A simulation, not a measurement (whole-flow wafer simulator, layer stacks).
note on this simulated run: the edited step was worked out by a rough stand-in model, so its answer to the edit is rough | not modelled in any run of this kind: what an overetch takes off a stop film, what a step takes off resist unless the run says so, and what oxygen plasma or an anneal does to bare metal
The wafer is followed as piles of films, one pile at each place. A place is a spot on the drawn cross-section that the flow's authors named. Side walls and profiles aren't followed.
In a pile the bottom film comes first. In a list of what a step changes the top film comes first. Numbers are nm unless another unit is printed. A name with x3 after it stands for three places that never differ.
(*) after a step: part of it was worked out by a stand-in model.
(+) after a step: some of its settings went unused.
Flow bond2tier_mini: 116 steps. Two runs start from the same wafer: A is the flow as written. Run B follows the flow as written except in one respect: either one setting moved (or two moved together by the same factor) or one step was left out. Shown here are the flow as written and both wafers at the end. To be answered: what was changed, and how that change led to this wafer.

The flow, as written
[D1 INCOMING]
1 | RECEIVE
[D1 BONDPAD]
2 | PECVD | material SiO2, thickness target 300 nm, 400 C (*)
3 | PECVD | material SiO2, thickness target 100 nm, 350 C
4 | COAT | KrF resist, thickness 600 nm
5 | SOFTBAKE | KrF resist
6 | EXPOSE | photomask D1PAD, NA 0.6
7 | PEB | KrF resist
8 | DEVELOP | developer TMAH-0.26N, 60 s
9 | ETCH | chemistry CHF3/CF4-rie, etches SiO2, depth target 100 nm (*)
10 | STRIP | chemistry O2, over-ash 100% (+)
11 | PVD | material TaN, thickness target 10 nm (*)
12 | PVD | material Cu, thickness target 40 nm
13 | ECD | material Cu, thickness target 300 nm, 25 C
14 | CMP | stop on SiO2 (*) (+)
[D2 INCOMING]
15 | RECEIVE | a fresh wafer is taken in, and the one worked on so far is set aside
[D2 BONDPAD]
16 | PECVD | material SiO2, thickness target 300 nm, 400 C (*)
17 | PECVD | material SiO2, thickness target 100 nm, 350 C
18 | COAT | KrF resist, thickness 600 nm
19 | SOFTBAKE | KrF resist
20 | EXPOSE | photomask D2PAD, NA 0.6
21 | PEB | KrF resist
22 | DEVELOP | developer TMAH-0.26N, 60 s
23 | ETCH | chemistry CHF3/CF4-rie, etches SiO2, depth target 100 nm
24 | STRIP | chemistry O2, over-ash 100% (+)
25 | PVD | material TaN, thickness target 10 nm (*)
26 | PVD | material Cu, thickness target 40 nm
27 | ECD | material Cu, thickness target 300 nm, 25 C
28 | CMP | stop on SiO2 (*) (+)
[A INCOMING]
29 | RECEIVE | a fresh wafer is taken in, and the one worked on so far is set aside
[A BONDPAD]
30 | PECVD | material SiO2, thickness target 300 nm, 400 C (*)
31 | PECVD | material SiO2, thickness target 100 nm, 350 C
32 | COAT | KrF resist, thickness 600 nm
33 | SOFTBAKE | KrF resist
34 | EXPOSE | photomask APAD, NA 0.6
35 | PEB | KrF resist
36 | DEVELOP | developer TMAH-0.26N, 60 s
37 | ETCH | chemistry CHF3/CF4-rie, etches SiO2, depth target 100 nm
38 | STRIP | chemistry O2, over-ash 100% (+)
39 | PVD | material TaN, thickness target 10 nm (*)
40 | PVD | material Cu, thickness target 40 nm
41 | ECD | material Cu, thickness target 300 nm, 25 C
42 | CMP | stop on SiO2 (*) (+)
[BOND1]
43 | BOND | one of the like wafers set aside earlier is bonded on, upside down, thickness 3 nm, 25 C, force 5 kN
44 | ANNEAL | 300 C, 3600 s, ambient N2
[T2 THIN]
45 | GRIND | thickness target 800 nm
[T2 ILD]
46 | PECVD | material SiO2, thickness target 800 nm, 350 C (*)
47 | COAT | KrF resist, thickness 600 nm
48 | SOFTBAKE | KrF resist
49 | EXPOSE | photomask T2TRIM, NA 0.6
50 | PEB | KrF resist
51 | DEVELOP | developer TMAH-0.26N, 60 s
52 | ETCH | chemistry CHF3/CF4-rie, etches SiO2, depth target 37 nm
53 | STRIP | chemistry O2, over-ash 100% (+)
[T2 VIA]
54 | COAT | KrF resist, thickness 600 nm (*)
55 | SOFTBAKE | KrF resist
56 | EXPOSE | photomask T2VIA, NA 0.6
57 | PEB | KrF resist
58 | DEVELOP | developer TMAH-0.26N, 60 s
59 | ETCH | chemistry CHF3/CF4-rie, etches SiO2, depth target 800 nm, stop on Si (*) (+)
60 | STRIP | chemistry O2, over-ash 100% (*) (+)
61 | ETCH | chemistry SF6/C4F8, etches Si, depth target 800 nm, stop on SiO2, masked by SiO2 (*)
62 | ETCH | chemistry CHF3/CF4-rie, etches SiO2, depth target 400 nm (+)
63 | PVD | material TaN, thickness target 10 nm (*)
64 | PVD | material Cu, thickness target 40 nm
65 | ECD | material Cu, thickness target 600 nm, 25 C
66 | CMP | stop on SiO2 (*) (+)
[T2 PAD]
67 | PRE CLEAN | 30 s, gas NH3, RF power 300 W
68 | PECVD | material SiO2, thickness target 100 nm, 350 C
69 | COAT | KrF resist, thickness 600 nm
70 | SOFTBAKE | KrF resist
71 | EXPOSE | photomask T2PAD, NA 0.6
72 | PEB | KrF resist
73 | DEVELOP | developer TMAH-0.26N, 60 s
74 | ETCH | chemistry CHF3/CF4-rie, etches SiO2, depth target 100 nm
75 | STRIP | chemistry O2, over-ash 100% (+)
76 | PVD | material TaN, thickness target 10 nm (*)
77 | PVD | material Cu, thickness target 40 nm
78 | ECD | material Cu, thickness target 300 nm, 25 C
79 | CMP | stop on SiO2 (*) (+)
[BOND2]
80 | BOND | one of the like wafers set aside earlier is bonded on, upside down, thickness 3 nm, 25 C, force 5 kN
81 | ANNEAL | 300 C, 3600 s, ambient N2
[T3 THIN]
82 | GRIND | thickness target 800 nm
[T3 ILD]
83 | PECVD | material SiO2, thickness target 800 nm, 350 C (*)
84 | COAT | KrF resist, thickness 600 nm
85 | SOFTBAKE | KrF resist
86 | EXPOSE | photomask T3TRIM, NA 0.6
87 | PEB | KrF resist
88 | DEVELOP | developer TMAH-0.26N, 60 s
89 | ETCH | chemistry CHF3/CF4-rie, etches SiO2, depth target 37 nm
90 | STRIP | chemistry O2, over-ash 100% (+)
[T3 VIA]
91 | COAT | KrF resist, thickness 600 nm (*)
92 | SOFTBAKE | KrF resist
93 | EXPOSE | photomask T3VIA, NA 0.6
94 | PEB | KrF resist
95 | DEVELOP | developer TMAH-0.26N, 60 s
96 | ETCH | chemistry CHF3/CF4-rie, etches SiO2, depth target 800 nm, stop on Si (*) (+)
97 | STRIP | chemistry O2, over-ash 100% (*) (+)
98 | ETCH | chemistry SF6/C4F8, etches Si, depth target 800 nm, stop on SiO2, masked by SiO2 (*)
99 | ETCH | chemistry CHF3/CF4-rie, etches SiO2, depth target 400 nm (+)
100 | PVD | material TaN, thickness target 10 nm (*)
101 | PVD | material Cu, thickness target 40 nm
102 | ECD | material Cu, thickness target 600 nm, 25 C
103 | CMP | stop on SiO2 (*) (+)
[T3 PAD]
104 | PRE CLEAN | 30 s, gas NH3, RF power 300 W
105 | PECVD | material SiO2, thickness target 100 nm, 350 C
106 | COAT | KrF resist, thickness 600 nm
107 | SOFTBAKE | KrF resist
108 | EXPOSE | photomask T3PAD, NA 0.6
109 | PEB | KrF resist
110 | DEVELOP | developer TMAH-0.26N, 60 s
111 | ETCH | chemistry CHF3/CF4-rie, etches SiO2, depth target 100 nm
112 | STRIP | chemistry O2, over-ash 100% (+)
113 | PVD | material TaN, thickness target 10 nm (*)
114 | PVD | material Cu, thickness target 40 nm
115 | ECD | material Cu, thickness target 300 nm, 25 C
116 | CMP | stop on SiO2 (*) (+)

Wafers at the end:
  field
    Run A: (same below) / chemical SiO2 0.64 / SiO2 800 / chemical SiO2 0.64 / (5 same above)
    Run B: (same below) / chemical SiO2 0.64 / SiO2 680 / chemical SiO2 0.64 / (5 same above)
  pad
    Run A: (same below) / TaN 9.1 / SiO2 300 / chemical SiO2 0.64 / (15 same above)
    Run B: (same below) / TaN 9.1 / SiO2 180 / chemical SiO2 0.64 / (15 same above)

Cause: step 2, PECVD: thickness target 180 nm was run, though the flow has thickness target 300 nm.
The wafer lets one read it off: pad has SiO2 180, and step 2 as written asks for 300 nm.

The path from the change to this, step by step:
  2 | PECVD | material SiO2, thickness target 300 nm, 400 C (*)
      field, pad, via: A +300 SiO2 (new film) | B +180 SiO2 (new film)
  43 | BOND | one of the like wafers set aside earlier is bonded on, upside down, thickness 3 nm, 25 C, force 5 kN
      field: A +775 um Si (new film), +0.64 chemical SiO2 (new film), +400 SiO2 | B +775 um Si (new film), +0.64 chemical SiO2 (new film), +280 SiO2
      pad: A +775 um Si (new film), +0.64 chemical SiO2 (new film), +300 SiO2 (new film), +9.1 TaN (new film), +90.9 Cu | B +775 um Si (new film), +0.64 chemical SiO2 (new film), +180 SiO2 (new film), +9.1 TaN (new film), +90.9 Cu
      (as well as at 1 more place)
